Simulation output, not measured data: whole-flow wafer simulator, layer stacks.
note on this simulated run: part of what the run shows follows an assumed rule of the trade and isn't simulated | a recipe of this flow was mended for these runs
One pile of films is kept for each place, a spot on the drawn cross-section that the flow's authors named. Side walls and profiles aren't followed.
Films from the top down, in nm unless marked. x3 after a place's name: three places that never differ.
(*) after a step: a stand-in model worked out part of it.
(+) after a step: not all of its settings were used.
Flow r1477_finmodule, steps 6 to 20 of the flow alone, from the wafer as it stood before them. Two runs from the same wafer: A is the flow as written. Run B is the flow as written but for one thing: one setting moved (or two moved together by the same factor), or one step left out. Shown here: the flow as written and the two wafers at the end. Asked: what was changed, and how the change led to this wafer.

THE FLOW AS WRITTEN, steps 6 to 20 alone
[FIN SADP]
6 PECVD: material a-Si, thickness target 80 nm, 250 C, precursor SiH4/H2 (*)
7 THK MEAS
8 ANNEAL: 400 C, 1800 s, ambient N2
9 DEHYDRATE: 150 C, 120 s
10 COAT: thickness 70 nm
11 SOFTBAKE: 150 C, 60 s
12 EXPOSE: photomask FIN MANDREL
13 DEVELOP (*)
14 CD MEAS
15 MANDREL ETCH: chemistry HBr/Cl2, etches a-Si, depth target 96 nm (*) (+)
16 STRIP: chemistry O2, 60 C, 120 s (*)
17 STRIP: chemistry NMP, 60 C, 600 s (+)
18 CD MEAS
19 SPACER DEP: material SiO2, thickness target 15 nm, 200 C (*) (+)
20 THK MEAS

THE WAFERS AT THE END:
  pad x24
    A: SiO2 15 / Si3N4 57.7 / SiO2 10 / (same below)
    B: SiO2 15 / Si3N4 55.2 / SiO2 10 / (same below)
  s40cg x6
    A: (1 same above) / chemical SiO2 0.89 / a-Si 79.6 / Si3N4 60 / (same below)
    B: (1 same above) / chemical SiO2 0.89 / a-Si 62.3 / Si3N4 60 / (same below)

The cause: step 6, PECVD: thickness target 62.7 nm was run, where the flow has thickness target 80 nm.

How the change led to this, step by step:
  6 PECVD: material a-Si, thickness target 80 nm, 250 C, precursor SiH4/H2 (*)
      pad x24, s40cg x6, s40sg_line x6: A a-Si +80 (new film) | B a-Si +62.7 (new film)
  15 MANDREL ETCH: chemistry HBr/Cl2, etches a-Si, depth target 96 nm (*) (+)
      pad x24, s40sg_line x6: A a-Si -80 (all of it), Si3N4 -2.29 | B a-Si -62.7 (all of it), Si3N4 -4.76
